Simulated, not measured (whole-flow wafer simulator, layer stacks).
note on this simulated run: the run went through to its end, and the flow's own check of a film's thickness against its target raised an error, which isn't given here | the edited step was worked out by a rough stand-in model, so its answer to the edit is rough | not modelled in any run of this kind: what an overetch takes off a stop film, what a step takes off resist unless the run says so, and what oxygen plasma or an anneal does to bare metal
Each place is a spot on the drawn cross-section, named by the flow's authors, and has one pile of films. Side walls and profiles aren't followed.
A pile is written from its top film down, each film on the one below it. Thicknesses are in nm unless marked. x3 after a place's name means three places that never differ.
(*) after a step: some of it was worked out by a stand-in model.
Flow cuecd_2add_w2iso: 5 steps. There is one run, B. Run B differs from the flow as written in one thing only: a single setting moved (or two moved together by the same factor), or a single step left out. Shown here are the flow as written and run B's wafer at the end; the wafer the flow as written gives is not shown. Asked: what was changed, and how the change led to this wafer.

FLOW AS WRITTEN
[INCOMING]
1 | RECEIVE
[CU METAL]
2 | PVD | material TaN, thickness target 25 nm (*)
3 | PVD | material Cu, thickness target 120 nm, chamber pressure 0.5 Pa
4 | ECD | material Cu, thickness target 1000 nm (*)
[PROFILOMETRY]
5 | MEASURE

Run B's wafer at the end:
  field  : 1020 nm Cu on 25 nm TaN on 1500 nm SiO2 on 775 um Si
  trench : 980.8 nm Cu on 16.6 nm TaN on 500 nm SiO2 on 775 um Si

Cause: step 4, ECD: thickness target 900 nm was run, whereas the flow has thickness target 1000 nm.

The path from the change to this, step by step:
  4 | ECD | material Cu, thickness target 1000 nm (*)
      field: Cu gains 900 (in the flow as written it would be: Cu gains 1000)
      trench: Cu gains 900 (in the flow as written it would be: Cu gains 2047.6)
